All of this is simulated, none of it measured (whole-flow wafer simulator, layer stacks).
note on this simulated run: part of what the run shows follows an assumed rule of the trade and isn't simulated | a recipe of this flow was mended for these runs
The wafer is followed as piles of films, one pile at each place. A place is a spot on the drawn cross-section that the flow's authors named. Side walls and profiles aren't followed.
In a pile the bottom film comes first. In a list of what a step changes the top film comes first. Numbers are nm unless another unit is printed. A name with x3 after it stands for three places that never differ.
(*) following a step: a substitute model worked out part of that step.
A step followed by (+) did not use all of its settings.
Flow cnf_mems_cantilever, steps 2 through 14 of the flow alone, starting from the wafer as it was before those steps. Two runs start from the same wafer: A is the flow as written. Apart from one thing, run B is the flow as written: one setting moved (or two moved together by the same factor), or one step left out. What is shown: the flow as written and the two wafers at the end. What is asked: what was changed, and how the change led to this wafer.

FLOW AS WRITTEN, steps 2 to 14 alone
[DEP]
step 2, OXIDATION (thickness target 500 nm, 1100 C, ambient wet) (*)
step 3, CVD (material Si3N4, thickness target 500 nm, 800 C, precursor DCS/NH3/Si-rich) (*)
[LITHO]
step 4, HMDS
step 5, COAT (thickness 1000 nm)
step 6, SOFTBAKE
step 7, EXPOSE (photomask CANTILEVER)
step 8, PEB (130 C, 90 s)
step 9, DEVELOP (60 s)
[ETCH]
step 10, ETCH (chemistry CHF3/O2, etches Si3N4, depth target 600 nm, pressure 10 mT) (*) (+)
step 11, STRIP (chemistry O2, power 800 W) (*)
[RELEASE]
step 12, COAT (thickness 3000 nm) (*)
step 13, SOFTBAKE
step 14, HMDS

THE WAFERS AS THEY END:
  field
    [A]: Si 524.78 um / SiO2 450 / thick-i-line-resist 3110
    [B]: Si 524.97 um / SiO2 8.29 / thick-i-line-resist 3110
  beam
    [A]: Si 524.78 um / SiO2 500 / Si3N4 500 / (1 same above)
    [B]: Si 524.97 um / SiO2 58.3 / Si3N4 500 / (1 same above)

Cause: step 2, OXIDATION: 873 C was run, though the flow has 1100 C.

The path from the change to this, step by step:
  step 2, OXIDATION (thickness target 500 nm, 1100 C, ambient wet) (*)
      field, beam: A +500 SiO2 (new film), -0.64 chemical SiO2 (all of it), -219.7 Si | B +58.3 SiO2 (new film), -0.64 chemical SiO2 (all of it), -25.4 Si
